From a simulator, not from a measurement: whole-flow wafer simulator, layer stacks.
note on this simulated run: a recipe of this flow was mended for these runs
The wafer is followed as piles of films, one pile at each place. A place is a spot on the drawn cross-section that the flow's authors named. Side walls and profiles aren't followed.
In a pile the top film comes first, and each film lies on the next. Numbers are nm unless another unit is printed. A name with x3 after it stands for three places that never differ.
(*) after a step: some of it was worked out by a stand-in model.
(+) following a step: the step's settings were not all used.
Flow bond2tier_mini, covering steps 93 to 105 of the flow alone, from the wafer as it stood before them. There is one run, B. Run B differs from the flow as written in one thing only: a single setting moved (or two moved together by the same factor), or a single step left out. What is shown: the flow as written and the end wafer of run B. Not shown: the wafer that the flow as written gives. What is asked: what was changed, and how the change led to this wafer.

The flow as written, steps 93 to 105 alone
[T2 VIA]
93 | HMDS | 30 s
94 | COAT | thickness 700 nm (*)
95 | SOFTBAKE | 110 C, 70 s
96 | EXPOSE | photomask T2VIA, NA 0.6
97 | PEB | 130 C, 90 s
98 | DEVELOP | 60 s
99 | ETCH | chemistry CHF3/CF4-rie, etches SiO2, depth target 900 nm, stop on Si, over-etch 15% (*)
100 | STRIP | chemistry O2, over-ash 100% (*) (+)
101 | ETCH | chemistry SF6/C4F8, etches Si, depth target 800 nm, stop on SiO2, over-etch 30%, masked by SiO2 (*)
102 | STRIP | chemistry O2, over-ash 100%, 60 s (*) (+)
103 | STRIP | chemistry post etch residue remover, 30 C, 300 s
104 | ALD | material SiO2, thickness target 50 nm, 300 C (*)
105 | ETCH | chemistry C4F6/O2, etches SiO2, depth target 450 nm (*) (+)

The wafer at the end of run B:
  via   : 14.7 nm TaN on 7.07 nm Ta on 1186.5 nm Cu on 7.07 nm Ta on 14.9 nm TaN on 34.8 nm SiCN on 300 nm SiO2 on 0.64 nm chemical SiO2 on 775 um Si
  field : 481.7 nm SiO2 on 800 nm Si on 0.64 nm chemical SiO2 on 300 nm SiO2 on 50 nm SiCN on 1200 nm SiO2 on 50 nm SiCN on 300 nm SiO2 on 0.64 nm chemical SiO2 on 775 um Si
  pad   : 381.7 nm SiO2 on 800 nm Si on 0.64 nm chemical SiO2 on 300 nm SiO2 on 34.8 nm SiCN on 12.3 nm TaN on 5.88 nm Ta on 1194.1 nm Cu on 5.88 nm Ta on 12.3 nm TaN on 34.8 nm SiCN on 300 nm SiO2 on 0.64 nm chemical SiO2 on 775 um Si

The reason: step 105, ETCH: depth target 558 nm was run, though the flow has depth target 450 nm.

Step by step, how the change led to this:
  105 | ETCH | chemistry C4F6/O2, etches SiO2, depth target 450 nm (*) (+)
      via: -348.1 SiO2 (all of it), -34.8 SiCN (all of it), -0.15 TaN (in the flow as written it would be: -348.1 SiO2 (all of it), -17.2 SiCN)
      field, pad: -558 SiO2 (in the flow as written it would be: -450 SiO2)
